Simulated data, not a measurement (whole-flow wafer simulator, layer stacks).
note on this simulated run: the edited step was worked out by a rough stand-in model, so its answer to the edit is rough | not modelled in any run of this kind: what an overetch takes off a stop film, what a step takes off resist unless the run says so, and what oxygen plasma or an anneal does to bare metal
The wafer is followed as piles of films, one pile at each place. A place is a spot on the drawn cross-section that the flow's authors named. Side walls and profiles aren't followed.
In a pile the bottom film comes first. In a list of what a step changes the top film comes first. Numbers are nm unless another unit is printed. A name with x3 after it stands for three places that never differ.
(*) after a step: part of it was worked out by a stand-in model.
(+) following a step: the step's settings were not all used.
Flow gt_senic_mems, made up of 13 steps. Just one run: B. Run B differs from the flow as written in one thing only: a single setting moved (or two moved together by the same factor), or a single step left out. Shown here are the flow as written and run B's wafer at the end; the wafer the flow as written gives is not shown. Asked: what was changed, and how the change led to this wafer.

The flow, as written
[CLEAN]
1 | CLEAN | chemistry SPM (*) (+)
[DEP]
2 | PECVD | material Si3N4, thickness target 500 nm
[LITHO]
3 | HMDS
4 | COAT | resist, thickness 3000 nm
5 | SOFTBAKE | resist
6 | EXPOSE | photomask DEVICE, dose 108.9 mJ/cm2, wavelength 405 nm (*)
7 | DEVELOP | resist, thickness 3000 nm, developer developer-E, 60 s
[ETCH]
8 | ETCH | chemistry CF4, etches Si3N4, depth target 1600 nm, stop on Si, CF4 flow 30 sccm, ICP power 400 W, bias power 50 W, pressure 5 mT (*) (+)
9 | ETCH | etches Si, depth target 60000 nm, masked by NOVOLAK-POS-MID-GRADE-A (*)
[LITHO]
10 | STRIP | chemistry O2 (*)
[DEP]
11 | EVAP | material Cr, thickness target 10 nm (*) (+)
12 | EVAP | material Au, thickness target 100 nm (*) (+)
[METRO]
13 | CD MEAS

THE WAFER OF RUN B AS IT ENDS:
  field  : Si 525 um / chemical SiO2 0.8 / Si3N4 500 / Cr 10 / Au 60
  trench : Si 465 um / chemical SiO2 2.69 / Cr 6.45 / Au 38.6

What caused this: step 12, EVAP: thickness target 60 nm was run, whereas the flow has thickness target 100 nm.
The wafer lets one read it off: field has Au 60, and step 12 as written asks for 100 nm.

Step by step, how the change led to this:
  12 | EVAP | material Au, thickness target 100 nm (*) (+)
      field: +60 Au (new film) (as written it would have been: +100 Au (new film))
      trench: +38.6 Au (new film) (as written it would have been: +64.1 Au (new film))
